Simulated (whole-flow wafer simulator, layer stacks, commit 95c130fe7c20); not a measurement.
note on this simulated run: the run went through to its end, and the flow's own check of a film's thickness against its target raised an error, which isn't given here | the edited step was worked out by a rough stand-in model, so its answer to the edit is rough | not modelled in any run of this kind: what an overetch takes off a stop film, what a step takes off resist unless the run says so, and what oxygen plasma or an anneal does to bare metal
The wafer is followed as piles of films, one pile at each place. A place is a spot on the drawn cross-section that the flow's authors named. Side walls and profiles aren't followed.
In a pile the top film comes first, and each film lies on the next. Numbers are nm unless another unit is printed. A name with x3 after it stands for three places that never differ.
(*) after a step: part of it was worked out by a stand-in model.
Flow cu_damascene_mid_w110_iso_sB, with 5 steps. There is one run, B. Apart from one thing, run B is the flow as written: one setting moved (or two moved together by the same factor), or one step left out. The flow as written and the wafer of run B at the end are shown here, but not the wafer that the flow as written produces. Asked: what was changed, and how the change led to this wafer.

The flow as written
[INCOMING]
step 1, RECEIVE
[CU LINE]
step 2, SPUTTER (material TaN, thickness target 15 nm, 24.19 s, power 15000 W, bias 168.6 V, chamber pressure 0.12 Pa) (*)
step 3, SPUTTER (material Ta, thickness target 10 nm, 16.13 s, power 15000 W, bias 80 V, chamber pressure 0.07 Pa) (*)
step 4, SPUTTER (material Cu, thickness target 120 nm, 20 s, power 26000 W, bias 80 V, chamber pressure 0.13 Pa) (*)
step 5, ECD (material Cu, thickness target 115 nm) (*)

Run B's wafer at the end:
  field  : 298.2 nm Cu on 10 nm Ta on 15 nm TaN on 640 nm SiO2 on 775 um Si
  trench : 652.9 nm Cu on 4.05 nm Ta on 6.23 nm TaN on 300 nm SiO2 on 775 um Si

Cause: step 5, ECD: thickness target 178.2 nm was run, though the flow has thickness target 115 nm.

The path from the change to this, step by step:
  step 5, ECD (material Cu, thickness target 115 nm) (*)
      field: Cu gains 178.2 (it would be, as written: Cu gains 115)
      trench: Cu gains 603 (it would be, as written: Cu gains 539.8)
